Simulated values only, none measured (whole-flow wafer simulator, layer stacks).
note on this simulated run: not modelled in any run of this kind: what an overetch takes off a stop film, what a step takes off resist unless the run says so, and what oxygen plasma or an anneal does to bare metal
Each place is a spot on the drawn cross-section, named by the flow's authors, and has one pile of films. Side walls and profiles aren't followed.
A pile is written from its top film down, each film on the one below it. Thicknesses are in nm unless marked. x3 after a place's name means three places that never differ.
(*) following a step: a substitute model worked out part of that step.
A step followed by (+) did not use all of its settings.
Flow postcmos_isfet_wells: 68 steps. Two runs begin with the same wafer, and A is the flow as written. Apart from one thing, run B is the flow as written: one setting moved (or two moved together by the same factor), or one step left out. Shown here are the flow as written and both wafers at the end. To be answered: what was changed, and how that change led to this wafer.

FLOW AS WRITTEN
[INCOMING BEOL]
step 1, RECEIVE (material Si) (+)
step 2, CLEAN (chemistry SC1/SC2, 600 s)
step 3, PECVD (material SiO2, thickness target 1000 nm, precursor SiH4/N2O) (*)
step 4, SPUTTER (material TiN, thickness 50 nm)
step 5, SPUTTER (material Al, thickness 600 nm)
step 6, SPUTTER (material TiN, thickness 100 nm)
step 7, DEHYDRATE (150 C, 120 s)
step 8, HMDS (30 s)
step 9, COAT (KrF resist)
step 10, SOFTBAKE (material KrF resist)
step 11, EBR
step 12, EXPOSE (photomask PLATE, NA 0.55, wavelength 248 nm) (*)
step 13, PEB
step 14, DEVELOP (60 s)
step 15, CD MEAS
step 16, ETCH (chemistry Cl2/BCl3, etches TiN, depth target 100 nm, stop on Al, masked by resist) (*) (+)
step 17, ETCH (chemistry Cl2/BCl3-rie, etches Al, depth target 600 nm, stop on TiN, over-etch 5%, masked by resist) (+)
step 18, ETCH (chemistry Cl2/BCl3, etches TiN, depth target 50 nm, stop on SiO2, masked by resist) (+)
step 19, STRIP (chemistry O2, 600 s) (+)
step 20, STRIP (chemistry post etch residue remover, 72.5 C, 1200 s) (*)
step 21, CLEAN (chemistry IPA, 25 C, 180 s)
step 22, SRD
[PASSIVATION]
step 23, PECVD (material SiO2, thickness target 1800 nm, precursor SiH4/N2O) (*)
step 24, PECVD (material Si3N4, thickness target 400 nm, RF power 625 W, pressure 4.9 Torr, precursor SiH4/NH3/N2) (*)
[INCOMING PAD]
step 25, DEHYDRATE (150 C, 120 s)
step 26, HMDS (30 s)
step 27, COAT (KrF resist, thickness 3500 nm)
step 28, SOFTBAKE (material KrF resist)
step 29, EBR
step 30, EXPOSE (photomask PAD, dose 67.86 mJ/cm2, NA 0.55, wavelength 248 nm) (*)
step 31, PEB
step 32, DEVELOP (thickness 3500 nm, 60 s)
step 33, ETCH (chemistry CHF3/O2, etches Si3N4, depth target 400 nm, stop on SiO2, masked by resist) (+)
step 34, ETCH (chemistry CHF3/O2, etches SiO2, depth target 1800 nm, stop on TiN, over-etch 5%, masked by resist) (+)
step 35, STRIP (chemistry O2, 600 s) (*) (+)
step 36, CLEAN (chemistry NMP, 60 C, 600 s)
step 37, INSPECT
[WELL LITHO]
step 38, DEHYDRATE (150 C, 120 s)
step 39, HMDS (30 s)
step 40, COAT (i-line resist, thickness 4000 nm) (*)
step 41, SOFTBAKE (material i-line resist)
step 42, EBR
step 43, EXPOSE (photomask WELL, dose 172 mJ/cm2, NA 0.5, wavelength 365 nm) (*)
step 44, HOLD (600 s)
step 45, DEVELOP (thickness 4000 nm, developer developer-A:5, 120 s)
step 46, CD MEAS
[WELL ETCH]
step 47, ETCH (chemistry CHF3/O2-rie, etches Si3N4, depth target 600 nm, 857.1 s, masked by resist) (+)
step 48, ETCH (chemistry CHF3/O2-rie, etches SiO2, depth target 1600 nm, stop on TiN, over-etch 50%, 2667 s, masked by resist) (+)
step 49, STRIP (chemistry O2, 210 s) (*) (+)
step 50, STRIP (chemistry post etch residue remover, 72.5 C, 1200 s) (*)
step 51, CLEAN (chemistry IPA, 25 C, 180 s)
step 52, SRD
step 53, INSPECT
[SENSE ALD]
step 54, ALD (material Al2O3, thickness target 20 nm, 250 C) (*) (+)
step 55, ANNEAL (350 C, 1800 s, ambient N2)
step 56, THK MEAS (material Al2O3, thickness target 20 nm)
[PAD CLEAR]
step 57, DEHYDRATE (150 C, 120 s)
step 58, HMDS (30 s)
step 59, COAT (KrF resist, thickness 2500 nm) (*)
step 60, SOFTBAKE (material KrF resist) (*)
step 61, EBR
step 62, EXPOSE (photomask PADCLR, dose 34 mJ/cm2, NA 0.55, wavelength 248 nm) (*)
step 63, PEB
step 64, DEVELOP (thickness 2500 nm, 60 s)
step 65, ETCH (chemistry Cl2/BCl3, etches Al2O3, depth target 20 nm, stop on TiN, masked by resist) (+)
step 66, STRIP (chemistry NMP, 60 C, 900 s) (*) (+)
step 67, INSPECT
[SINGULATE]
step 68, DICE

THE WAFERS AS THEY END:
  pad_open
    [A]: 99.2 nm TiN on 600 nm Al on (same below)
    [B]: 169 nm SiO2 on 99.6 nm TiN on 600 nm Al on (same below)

Cause: step 34, ETCH: depth target 1631 nm was run, while the flow as written has depth target 1800 nm.

The path from the change to this, step by step:
  step 34, ETCH (chemistry CHF3/O2, etches SiO2, depth target 1800 nm, stop on TiN, over-etch 5%, masked by resist) (+)
      pad_open: A SiO2 loses 1800 (all of it) | B SiO2 loses 1631
      field, margin, well900, well1300, well2000, well3000, pad_rim, pad_clr: A KrF resist loses 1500 | B KrF resist loses 1359.2
  step 35, STRIP (chemistry O2, 600 s) (*) (+)
      field, margin, well900, well1300, well2000, well3000, pad_rim, pad_clr: A KrF resist loses 1638.4 (all of it) | B KrF resist loses 1779.3 (all of it)
  step 41, SOFTBAKE (material i-line resist)
      pad_clr: A i-line resist loses 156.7 | B i-line resist loses 139.9
      pad_open: A i-line resist gains 115.3 | B i-line resist gains 107.8
  step 49, STRIP (chemistry O2, 210 s) (*) (+)
      pad_clr: A i-line resist loses 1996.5 (all of it) | B i-line resist loses 2066.1 (all of it)
  step 59, COAT (KrF resist, thickness 2500 nm) (*)
      pad_clr: A KrF resist gains 1691.6 (new film) | B KrF resist gains 1748.4 (new film)
  step 60, SOFTBAKE (material KrF resist) (*)
      pad_clr: A KrF resist loses 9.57 | B KrF resist loses 8.87
  step 64, DEVELOP (thickness 2500 nm, 60 s)
      pad_clr: A KrF resist loses 1682 (all of it) | B KrF resist loses 1739.5 (all of it)
